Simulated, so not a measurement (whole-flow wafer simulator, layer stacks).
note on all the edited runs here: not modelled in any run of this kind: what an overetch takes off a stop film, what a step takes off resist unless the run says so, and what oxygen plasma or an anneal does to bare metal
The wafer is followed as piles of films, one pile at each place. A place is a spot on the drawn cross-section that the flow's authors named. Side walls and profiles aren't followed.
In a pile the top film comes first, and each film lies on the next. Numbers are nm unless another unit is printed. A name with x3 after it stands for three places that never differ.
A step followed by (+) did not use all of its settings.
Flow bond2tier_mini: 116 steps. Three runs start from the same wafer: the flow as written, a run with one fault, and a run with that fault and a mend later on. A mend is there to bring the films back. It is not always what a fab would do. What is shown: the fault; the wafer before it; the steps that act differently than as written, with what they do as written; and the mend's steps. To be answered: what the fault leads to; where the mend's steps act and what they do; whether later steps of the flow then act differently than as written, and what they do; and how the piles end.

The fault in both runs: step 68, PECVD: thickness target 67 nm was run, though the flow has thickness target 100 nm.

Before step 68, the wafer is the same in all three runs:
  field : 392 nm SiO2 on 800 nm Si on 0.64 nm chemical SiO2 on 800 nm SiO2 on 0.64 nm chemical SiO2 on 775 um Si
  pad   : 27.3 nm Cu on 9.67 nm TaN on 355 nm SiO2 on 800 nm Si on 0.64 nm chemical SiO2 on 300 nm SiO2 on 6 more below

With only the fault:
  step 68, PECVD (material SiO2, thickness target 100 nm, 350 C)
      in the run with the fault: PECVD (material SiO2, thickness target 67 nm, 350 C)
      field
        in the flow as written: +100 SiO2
        in the run with the fault: +67 SiO2
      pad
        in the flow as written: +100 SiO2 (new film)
        in the run with the fault: +67 SiO2 (new film)
  Later steps of the flow acting differently than as written (not shown: 1 more step that differs only slightly, by at most 2% or 0.5 nm, whichever is larger):
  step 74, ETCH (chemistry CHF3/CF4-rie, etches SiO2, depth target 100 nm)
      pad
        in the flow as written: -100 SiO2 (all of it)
        in the run with the fault: -67 SiO2 (all of it), -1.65 Cu
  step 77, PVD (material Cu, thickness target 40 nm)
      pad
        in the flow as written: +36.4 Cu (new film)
        in the run with the fault: +37.5 Cu (new film)
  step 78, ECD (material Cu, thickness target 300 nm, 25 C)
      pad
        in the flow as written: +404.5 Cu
        in the run with the fault: +371.7 Cu
  At field, pad, the piles at the end differ from the flow's by more than 2% or 0.5 nm, whichever is larger.
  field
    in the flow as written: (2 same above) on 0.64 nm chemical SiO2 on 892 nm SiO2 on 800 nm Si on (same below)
    in the run with the fault: (2 same above) on 0.64 nm chemical SiO2 on 859 nm SiO2 on 800 nm Si on (same below)
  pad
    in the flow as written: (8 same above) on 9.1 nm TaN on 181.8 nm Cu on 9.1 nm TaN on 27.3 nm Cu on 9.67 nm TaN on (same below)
    in the run with the fault: (8 same above) on 9.1 nm TaN on 150.1 nm Cu on 9.42 nm TaN on 25.7 nm Cu on 9.67 nm TaN on (same below)

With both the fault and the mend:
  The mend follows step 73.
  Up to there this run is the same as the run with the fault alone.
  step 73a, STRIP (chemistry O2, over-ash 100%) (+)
      field
        -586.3 KrF resist (all of it)
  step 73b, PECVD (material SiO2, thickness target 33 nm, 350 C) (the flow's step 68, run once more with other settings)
      field, pad
        +33 SiO2
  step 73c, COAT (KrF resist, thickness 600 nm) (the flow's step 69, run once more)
      field, pad
        +600 KrF resist (new film)
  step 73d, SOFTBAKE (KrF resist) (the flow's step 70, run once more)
      does not change any film at any place that is followed
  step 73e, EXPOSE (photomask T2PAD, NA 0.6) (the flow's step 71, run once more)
      does not change any film at any place that is followed
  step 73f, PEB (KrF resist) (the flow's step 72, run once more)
      does not change any film at any place that is followed
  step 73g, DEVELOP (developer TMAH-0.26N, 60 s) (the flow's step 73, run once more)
      field
        -13.7 KrF resist
      pad
        -600 KrF resist (all of it)
  None of the later steps of the flow acts differently than as written at any place that is followed.
  At every place that both follow, the piles at the end match the flow's.
